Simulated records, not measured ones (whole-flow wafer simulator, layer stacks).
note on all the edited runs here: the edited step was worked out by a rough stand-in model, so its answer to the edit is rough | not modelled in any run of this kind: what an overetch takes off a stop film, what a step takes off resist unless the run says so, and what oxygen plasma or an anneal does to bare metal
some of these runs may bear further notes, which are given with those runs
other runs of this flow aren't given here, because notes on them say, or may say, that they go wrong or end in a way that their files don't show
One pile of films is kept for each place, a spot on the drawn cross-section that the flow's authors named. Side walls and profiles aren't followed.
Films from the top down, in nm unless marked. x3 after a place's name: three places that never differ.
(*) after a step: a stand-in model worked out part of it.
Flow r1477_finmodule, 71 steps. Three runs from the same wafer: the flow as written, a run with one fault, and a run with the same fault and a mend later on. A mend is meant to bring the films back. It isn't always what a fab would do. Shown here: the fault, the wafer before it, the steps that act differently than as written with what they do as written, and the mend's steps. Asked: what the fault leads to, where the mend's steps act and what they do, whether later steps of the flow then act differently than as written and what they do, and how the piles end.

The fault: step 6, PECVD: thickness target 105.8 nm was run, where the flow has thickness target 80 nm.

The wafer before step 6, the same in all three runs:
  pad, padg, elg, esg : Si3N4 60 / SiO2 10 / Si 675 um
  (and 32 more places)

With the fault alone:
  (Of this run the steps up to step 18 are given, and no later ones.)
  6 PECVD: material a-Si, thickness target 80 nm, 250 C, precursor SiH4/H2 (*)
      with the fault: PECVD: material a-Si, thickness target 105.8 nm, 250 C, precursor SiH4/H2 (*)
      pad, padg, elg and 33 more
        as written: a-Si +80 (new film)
        with the fault: a-Si +105.8 (new film)
  Later steps of the flow that act differently than as written:
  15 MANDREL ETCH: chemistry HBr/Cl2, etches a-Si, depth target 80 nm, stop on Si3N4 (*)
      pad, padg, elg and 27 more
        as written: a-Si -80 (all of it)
        with the fault: a-Si -80
  After step 18 the piles differ from the flow's by more than 2% or 0.5 nm, whichever is larger, at pad, padg, elg and 33 more.
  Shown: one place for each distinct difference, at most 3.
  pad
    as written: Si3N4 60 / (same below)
    with the fault: a-Si 25.8 / Si3N4 60 / (same below)
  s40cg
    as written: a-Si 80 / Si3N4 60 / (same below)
    with the fault: a-Si 105.8 / Si3N4 60 / (same below)

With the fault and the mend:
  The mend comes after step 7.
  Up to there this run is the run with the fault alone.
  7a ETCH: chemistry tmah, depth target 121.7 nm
      pad, padg, elg and 33 more
        a-Si -105.8 (all of it)
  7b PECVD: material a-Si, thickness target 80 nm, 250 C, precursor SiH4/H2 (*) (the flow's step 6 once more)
      pad, padg, elg and 33 more
        a-Si +80 (new film)
  No later step of the flow acts differently than as written at any place that is followed.
  At the end the piles are the same as the flow's at every place that both follow.
